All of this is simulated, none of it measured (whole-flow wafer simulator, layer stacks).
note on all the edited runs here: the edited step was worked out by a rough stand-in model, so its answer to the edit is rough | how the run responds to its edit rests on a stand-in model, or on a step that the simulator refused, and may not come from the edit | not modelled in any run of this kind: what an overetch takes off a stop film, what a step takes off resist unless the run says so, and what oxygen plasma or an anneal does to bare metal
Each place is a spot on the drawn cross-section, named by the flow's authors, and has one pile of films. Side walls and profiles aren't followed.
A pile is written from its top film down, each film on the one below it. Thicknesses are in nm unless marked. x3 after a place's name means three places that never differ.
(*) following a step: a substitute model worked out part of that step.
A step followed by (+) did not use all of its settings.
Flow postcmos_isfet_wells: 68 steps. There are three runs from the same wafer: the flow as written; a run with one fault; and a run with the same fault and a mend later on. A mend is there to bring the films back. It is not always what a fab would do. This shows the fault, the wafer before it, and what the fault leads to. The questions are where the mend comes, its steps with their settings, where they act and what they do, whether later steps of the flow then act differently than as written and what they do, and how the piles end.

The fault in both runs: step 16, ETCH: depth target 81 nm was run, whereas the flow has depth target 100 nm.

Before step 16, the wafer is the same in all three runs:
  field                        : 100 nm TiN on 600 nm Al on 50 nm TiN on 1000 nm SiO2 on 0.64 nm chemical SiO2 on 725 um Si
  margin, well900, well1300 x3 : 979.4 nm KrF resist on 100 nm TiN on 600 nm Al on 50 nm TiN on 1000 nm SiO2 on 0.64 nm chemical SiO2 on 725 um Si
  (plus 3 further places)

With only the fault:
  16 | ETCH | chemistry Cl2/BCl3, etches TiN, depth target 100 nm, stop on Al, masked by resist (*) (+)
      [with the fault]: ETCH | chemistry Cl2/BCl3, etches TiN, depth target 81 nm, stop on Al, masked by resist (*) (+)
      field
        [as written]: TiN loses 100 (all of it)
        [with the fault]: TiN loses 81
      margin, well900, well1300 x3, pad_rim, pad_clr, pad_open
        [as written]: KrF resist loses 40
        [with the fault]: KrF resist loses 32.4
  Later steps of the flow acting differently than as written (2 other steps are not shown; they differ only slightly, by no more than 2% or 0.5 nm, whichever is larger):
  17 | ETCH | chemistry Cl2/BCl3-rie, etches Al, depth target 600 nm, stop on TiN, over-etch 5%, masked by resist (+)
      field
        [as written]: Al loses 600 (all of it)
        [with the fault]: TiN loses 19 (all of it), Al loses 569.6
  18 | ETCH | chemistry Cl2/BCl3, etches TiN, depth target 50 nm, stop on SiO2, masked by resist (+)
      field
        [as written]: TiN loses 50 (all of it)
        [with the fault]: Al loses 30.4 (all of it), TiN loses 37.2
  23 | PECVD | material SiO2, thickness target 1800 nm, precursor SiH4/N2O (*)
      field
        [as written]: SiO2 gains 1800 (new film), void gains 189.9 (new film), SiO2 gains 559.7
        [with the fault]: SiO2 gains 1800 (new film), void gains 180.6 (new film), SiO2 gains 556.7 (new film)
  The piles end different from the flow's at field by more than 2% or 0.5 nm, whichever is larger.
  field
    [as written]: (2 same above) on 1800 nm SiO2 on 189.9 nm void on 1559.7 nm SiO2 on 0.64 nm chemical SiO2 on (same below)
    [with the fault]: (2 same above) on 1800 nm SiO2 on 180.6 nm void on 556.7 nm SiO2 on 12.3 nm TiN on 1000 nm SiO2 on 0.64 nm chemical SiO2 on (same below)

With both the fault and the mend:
  The mend stands after step 16.
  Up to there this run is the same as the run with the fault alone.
  16a | ETCH | chemistry Cl2/BCl3, etches TiN, depth target 19 nm, stop on Al, masked by resist (the flow's step 16, run once more with other settings)
      margin, well900, well1300 x3, pad_rim, pad_clr, pad_open
        KrF resist loses 7.6
      field
        TiN loses 19 (all of it)
  Every later step of the flow that is run acts as written at every place that is followed.
  By the end, the piles equal the flow's at every place that both follow.
